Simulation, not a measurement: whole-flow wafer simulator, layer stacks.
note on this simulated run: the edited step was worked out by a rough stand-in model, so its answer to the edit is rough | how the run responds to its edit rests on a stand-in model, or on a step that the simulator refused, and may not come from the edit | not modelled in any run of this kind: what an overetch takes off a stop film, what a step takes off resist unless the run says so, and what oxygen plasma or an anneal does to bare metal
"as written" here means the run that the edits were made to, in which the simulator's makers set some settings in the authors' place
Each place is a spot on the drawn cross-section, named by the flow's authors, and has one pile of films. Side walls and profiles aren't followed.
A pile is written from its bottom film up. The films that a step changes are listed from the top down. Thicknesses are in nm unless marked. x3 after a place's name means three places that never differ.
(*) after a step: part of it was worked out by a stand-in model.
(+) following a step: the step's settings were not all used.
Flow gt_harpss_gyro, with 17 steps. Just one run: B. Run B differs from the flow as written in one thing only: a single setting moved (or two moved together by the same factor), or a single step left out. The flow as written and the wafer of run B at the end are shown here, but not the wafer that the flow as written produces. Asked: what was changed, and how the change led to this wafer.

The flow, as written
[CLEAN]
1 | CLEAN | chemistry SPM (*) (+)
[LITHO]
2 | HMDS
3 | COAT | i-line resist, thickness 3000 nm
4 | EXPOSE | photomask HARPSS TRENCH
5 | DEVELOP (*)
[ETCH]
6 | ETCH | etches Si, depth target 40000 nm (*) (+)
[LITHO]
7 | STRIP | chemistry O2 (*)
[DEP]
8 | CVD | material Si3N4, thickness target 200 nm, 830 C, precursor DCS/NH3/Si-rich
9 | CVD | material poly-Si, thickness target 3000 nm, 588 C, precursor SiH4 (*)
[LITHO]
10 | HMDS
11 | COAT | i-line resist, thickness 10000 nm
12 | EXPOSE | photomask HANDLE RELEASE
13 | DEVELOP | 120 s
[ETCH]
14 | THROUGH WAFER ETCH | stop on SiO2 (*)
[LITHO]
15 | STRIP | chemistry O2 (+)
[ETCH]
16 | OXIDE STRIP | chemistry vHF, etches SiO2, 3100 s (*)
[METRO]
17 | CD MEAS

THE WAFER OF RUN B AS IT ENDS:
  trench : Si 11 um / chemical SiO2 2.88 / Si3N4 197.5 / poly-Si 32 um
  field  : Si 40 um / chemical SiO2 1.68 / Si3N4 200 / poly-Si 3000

The reason: step 6, ETCH: depth target 29000 nm was run, while the flow as written has depth target 40000 nm.

How this came from the change, step by step:
  6 | ETCH | etches Si, depth target 40000 nm (*) (+)
      trench: -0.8 chemical SiO2 (all of it), -29 um Si (as written it would have been: -0.8 chemical SiO2 (all of it), -40 um Si (all of it))
      field: -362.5 i-line resist (as written it would have been: -500 i-line resist)
  7 | STRIP | chemistry O2 (*)
      trench: +2.88 chemical SiO2 (new film), -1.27 Si (as written it would have been: nothing)
      field: -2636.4 i-line resist (all of it), +0.88 chemical SiO2, -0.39 Si (as written it would have been: -2498.9 i-line resist (all of it), +0.87 chemical SiO2, -0.38 Si)
  9 | CVD | material poly-Si, thickness target 3000 nm, 588 C, precursor SiH4 (*)
      trench: +32 um poly-Si (new film) (as written it would have been: +43.01 um poly-Si (new film))
